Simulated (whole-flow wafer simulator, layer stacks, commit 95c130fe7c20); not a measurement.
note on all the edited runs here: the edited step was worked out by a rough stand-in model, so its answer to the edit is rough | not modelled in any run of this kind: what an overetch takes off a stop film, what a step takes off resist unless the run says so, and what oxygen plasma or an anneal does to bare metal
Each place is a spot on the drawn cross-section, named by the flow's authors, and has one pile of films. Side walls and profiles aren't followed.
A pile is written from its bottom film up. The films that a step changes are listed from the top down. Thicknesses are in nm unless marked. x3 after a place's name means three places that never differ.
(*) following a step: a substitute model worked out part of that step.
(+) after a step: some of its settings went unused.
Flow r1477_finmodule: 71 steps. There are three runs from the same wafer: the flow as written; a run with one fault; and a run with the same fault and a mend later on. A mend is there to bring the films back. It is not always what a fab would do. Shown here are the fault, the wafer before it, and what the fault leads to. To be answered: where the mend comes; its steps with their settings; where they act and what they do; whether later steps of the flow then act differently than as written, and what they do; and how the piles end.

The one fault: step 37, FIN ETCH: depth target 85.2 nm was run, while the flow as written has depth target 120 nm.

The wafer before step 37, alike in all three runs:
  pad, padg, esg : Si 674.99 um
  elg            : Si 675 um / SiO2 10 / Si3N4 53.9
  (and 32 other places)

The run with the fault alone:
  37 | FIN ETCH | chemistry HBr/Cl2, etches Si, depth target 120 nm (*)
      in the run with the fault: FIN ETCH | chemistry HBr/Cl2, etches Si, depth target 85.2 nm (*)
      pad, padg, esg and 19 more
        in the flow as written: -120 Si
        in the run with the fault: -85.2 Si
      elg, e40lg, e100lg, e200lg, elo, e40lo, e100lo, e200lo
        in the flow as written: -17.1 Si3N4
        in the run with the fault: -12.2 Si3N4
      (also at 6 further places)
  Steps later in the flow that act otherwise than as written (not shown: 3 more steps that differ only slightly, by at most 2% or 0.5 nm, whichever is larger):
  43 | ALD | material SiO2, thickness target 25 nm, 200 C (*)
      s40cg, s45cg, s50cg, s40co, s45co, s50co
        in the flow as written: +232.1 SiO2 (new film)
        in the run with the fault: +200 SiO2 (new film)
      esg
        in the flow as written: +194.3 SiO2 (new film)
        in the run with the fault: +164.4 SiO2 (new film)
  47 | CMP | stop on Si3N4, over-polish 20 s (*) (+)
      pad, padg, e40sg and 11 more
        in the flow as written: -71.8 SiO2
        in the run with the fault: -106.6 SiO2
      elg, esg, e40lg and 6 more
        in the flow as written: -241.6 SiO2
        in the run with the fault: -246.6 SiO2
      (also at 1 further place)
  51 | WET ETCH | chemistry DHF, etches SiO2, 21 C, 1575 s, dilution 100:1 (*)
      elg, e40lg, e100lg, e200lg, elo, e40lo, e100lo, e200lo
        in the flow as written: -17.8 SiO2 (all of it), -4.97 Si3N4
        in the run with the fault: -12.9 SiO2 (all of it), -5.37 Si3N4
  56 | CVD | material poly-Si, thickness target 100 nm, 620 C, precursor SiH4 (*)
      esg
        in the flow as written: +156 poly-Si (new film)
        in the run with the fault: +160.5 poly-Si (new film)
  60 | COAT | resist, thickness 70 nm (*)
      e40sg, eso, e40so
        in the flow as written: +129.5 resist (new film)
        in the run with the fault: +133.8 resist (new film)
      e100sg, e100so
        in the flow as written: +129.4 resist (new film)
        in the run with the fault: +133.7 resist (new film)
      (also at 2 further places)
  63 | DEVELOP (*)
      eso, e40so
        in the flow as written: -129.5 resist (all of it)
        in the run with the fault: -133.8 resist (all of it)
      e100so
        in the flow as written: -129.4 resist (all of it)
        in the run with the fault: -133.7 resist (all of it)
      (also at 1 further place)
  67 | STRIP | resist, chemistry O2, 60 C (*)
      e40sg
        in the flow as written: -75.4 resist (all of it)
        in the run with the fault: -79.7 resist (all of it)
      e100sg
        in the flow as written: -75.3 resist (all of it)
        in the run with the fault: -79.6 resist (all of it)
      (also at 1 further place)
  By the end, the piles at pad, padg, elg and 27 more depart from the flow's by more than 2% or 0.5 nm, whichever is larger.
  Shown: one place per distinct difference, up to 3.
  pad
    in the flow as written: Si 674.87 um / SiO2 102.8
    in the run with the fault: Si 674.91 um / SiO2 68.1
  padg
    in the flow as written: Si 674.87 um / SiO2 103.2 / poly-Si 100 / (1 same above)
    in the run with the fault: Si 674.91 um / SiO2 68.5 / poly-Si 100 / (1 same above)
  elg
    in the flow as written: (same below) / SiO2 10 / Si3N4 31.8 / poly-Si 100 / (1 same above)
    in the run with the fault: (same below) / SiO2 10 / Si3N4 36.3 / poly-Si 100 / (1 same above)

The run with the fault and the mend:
  After step 38 comes the mend.
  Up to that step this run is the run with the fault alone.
  38a | FIN ETCH | chemistry HBr/Cl2, etches Si, depth target 34.8 nm (*) (the flow's step 37 again, with other settings)
      pad, padg, esg and 19 more
        -34.8 Si
      elg, e40lg, e100lg, e200lg, elo, e40lo, e100lo, e200lo
        -4.97 Si3N4
      s40sg_line, s45sg_line, s50sg_line, s40so_line, s45so_line, s50so_line
        -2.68 SiO2
  Every later step of the flow that is run acts as written at every place that is followed.
  The piles end the same as the flow's at every place that both follow.
